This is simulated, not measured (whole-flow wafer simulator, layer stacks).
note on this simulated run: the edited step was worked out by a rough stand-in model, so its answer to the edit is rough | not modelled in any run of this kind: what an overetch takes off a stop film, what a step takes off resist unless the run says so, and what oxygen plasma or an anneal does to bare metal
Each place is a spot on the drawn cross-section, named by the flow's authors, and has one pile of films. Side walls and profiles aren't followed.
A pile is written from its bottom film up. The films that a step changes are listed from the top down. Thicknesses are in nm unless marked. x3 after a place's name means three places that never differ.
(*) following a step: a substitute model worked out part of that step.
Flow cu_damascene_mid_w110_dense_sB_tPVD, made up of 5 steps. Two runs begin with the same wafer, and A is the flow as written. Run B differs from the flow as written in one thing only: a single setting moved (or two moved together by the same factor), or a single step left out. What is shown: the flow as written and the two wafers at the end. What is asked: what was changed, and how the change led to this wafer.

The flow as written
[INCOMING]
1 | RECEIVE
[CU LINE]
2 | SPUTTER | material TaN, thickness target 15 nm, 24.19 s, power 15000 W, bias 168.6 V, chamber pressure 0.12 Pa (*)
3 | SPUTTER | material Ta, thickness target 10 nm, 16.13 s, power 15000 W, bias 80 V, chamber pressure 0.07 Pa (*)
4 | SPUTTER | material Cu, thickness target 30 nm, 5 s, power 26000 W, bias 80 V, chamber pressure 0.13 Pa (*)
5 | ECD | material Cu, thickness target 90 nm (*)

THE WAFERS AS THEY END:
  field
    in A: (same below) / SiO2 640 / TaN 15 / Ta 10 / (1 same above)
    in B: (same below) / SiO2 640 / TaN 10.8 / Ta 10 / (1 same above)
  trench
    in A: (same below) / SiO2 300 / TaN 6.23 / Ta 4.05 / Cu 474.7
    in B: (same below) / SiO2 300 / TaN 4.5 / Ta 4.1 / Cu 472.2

Cause: step 2, SPUTTER: power 10840 W was run, while the flow as written has power 15000 W.

The path from the change to this, step by step:
  2 | SPUTTER | material TaN, thickness target 15 nm, 24.19 s, power 15000 W, bias 168.6 V, chamber pressure 0.12 Pa (*)
      field: A TaN gains 15 (new film) | B TaN gains 10.8 (new film)
      trench: A TaN gains 6.23 (new film) | B TaN gains 4.5 (new film)
